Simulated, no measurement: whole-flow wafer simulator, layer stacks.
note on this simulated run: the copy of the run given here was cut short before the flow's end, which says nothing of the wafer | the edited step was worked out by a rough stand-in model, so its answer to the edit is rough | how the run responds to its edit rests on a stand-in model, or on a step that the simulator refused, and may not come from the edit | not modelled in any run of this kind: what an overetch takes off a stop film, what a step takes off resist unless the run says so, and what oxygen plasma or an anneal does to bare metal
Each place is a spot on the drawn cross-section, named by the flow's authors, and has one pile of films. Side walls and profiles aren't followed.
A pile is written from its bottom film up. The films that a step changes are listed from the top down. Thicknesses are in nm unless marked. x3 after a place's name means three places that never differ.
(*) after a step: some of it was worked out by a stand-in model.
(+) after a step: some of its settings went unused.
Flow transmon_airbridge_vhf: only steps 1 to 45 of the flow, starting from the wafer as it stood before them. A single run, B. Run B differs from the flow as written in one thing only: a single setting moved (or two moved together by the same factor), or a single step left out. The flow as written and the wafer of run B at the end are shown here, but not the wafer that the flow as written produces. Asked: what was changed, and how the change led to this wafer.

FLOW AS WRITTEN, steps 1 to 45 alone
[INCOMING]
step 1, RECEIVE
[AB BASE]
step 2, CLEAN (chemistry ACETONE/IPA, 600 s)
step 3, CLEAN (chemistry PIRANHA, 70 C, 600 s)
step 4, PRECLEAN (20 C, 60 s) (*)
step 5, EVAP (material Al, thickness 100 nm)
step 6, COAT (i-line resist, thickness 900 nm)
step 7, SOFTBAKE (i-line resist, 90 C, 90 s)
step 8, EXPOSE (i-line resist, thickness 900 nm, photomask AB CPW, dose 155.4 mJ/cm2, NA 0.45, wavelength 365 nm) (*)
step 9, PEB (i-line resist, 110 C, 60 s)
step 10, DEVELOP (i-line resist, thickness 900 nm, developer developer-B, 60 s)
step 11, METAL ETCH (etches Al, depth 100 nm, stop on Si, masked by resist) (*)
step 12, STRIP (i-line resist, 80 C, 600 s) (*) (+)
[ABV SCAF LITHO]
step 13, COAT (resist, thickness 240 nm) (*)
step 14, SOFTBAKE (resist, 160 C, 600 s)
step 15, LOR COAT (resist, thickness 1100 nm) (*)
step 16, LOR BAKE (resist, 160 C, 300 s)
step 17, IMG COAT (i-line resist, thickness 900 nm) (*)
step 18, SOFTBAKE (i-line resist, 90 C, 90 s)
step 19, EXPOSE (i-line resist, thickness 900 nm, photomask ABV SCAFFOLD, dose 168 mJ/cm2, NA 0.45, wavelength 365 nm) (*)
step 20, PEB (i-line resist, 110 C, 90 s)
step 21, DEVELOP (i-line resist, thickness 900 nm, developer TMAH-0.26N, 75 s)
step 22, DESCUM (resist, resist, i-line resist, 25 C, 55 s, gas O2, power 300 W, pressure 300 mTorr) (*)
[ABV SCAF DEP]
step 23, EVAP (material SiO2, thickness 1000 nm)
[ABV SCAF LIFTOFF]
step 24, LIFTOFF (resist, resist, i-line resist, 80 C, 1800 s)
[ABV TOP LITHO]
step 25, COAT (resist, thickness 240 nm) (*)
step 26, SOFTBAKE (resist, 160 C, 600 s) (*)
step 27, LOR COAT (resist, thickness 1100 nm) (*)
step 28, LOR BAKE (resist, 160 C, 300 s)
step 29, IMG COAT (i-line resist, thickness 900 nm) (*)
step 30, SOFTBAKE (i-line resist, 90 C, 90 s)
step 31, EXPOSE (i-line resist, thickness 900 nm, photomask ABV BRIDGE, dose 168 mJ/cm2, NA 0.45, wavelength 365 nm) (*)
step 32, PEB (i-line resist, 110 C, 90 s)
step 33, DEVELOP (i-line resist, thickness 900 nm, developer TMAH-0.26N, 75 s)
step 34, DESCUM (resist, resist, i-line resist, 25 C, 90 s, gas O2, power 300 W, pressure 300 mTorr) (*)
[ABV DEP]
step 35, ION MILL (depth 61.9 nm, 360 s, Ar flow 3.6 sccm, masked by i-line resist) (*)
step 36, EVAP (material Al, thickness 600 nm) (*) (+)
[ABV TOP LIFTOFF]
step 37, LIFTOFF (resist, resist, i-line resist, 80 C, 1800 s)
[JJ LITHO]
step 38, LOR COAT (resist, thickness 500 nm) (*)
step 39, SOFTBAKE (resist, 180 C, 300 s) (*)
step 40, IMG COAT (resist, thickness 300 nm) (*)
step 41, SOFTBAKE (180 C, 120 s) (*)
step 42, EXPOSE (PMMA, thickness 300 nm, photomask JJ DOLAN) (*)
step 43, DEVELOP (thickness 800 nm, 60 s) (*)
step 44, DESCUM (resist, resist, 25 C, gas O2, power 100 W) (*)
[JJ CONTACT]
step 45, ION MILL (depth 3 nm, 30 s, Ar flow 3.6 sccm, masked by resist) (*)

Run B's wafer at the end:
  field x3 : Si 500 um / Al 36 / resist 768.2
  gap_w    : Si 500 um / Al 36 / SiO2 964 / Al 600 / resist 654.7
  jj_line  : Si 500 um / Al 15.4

The reason: step 11, METAL ETCH: depth 64 nm was run, though the flow has depth 100 nm.

The path from the change to this, step by step:
  step 11, METAL ETCH (etches Al, depth 100 nm, stop on Si, masked by resist) (*)
      field x3, jj_line, gap_w, gap_e: Al loses 64 (it would be, as written: Al loses 100 (all of it))
      ground_far, pad_w, flank_w and 8 more: i-line resist loses 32 (it would be, as written: i-line resist loses 50)
  step 12, STRIP (i-line resist, 80 C, 600 s) (*) (+)
      ground_far, pad_w, flank_w and 8 more: i-line resist loses 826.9 (all of it) (it would be, as written: i-line resist loses 808.9 (all of it))
  step 13, COAT (resist, thickness 240 nm) (*)
      flank_w, flank_e: resist gains 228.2 (new film) (it would be, as written: resist gains 222.3 (new film))
  step 22, DESCUM (resist, resist, i-line resist, 25 C, 55 s, gas O2, power 300 W, pressure 300 mTorr) (*)
      flank_w, flank_e: resist loses 228.2 (all of it) (it would be, as written: resist loses 222.3 (all of it))
  step 25, COAT (resist, thickness 240 nm) (*)
      flank_w, flank_e: resist gains 156.5 (new film) (it would be, as written: resist gains 152.6 (new film))
  step 34, DESCUM (resist, resist, i-line resist, 25 C, 90 s, gas O2, power 300 W, pressure 300 mTorr) (*)
      flank_w, flank_e: resist loses 156.5 (all of it) (it would be, as written: resist loses 152.6 (all of it))
  step 40, IMG COAT (resist, thickness 300 nm) (*)
      flank_w, flank_e: resist gains 217.8 (it would be, as written: resist gains 212.1)
  step 45, ION MILL (depth 3 nm, 30 s, Ar flow 3.6 sccm, masked by resist) (*)
      jj_line: Al loses 20.6 (it would be, as written: Si loses 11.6)
Taking metal films that touch as one body, field x3 has 1 body; the flow as written gives 0 bodies.
Taking metal films that touch as one body, gap_w has 2 bodies (between them, from the top down: SiO2 964); the flow as written gives 1 body.
Taking metal films that touch as one body, jj_line has 1 body; the flow as written gives 0 bodies.
